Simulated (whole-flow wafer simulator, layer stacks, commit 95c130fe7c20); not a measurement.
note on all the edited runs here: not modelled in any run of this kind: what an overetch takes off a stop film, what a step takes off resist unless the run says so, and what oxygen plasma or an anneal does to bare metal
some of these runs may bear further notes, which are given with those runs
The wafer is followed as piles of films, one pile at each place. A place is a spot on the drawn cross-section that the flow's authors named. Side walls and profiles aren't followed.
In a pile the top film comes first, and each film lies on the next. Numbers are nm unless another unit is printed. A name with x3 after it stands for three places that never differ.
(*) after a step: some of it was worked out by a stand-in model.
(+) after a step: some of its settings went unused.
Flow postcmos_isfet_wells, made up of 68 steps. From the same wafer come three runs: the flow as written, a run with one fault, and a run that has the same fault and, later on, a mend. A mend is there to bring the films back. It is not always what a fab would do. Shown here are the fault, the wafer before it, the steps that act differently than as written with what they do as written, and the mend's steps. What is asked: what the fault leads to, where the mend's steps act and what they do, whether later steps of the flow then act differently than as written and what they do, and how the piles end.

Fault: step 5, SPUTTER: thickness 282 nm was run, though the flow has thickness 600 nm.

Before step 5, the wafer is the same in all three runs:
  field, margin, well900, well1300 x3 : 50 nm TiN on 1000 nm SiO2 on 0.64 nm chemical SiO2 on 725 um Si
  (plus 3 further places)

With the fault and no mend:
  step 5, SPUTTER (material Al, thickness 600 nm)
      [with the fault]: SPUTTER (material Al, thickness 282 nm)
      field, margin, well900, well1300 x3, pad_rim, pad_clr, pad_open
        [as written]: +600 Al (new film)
        [with the fault]: +282 Al (new film)
  Steps later in the flow that act otherwise than as written:
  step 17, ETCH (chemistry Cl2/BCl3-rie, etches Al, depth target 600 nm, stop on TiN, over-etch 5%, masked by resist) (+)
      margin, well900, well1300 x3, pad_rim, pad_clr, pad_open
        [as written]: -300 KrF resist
        [with the fault]: -148 KrF resist
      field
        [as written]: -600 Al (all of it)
        [with the fault]: -282 Al (all of it)
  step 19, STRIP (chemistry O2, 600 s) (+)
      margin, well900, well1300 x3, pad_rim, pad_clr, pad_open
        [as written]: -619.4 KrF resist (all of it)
        [with the fault]: -771.3 KrF resist (all of it)
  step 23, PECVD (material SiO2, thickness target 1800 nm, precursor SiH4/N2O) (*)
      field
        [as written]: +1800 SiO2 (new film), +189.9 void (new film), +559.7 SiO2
        [with the fault]: +2231.6 SiO2
  By the end, the piles at field, margin, well900, well1300 x3, pad_rim, pad_clr, pad_open depart from the flow's by more than 2% or 0.5 nm, whichever is larger.
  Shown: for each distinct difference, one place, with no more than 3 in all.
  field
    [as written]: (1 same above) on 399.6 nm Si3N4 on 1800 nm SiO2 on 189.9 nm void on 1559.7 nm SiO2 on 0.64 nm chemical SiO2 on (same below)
    [with the fault]: (1 same above) on 399.6 nm Si3N4 on 3231.6 nm SiO2 on 0.64 nm chemical SiO2 on (same below)
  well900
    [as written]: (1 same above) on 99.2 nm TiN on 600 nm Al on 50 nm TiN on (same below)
    [with the fault]: (1 same above) on 99.2 nm TiN on 282 nm Al on 50 nm TiN on (same below)
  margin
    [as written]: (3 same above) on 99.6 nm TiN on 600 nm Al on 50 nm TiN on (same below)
    [with the fault]: (3 same above) on 99.6 nm TiN on 282 nm Al on 50 nm TiN on (same below)

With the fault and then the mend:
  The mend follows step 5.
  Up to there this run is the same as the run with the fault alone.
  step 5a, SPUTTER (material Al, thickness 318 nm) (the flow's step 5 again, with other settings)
      field, margin, well900, well1300 x3, pad_rim, pad_clr, pad_open
        +318 Al
  Every later step of the flow that is run acts as written at every place that is followed.
  By the end, the piles equal the flow's at every place that both follow.
